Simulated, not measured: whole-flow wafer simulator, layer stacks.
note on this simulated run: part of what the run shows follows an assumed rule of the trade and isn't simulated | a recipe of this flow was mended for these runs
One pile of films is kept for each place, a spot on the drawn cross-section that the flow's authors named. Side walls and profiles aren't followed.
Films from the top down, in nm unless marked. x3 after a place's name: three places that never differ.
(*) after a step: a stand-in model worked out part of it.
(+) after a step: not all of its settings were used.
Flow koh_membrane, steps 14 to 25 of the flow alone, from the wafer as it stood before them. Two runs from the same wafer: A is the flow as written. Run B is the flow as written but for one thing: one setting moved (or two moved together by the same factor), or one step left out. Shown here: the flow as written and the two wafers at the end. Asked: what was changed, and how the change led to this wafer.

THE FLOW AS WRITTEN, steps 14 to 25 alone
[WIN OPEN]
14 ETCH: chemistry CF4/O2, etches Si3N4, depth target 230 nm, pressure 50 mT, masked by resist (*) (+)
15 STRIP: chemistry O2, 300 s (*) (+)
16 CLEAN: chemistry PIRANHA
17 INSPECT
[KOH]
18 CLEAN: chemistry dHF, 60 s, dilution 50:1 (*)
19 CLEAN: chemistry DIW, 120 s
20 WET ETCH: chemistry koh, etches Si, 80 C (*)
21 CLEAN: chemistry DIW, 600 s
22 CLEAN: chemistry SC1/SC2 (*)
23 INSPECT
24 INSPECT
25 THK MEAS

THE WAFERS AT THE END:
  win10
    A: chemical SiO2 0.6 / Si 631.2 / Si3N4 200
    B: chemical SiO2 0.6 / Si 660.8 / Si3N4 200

The cause: step 14, ETCH: depth target 199.8 nm was run, where the flow has depth target 230 nm.

How the change led to this, step by step:
  14 ETCH: chemistry CF4/O2, etches Si3N4, depth target 230 nm, pressure 50 mT, masked by resist (*) (+)
      win20 x4, win10: A Si3N4 -200 (all of it), chemical SiO2 -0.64 (all of it), Si -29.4 | B Si3N4 -200 (all of it)
      field: A i-line-resist -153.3 | B i-line-resist -133.2
  15 STRIP: chemistry O2, 300 s (*) (+)
      win20 x4, win10: A chemical SiO2 +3 (new film), Si -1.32 | B chemical SiO2 +2.36, Si -1.04
      field: A i-line-resist -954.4 (all of it) | B i-line-resist -974.5 (all of it)
